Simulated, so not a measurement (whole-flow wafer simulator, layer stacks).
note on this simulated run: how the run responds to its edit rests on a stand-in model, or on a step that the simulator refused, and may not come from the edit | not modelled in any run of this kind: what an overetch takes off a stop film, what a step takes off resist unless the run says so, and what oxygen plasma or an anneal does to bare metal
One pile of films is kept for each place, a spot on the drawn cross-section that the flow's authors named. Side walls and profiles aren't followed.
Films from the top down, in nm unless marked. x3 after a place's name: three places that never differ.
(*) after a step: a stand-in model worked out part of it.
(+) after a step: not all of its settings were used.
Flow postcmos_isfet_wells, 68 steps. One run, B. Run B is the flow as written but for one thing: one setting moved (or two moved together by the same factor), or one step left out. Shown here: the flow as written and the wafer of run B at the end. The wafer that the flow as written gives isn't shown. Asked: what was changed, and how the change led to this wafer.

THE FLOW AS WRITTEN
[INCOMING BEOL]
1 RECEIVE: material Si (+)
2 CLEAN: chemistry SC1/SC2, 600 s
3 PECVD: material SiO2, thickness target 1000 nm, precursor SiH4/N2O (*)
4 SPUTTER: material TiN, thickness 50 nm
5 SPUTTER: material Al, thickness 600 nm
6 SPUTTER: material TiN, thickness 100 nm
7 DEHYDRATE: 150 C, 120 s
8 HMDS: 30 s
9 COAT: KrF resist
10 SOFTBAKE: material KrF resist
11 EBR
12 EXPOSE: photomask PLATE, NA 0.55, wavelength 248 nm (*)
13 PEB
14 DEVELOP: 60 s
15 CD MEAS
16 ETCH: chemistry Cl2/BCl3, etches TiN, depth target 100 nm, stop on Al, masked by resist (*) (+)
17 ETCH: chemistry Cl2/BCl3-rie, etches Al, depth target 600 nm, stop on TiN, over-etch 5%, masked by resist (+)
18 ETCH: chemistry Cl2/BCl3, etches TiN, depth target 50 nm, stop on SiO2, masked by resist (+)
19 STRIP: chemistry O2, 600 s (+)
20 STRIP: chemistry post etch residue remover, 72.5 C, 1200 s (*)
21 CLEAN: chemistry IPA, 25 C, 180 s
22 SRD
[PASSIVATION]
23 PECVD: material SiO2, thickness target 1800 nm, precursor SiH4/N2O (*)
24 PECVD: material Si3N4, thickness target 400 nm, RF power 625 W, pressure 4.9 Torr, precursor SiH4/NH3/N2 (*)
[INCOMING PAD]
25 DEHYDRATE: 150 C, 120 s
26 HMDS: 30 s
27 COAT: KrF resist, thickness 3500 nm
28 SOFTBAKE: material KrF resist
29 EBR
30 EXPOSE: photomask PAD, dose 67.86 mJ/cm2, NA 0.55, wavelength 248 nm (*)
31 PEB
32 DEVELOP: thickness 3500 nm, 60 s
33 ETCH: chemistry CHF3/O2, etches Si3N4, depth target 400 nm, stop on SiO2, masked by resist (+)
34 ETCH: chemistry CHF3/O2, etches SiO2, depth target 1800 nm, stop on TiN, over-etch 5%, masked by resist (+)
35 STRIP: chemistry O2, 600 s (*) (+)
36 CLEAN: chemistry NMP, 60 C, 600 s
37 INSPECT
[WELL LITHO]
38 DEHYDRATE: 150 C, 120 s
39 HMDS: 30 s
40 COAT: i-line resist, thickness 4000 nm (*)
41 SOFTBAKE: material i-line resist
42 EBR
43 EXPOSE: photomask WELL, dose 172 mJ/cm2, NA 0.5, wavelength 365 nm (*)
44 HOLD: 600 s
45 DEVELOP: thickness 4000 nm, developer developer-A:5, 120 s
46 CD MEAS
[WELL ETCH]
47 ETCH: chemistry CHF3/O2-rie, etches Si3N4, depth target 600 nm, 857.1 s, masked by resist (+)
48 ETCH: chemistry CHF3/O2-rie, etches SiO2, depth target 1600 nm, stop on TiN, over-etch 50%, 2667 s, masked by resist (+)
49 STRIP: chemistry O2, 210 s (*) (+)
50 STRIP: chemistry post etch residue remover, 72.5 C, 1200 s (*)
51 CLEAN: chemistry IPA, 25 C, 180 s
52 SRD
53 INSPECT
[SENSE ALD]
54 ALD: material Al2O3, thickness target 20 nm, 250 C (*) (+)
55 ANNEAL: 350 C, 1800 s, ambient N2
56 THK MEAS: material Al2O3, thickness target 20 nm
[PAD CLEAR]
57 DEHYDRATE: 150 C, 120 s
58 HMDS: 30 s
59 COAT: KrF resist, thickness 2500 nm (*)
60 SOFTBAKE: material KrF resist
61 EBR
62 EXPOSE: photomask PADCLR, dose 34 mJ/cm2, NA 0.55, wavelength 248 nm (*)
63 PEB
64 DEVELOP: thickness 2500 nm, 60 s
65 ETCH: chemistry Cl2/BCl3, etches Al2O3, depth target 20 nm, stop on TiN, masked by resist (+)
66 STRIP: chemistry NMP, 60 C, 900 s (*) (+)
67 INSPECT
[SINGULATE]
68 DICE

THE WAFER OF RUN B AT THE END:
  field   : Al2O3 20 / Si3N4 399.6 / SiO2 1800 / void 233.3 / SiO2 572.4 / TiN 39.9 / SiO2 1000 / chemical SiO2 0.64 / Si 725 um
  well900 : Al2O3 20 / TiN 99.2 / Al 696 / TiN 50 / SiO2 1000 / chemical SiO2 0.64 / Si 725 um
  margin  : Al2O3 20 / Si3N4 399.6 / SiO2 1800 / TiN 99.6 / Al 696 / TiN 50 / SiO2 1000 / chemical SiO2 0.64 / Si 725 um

The cause: step 5, SPUTTER: thickness 696 nm was run, where the flow has thickness 600 nm.
It can be read off the wafer: well900 has Al 696, and step 5 as written asks for 600 nm.

How the change led to this, step by step:
  5 SPUTTER: material Al, thickness 600 nm
      field, margin, well900, well1300 x3, pad_rim, pad_clr, pad_open: Al +696 (new film) (as written it would be: Al +600 (new film))
  17 ETCH: chemistry Cl2/BCl3-rie, etches Al, depth target 600 nm, stop on TiN, over-etch 5%, masked by resist (+)
      field: Al -600 (as written it would be: Al -600 (all of it))
  18 ETCH: chemistry Cl2/BCl3, etches TiN, depth target 50 nm, stop on SiO2, masked by resist (+)
      field: Al -96 (all of it), TiN -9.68 (as written it would be: TiN -50 (all of it))
  23 PECVD: material SiO2, thickness target 1800 nm, precursor SiH4/N2O (*)
      field: SiO2 +1800 (new film), void +233.3 (new film), SiO2 +572.4 (new film) (as written it would be: SiO2 +1800 (new film), void +189.9 (new film), SiO2 +559.7)
Counting metal films that touch as one body, field has 1 body; the flow as written gives 0 bodies.
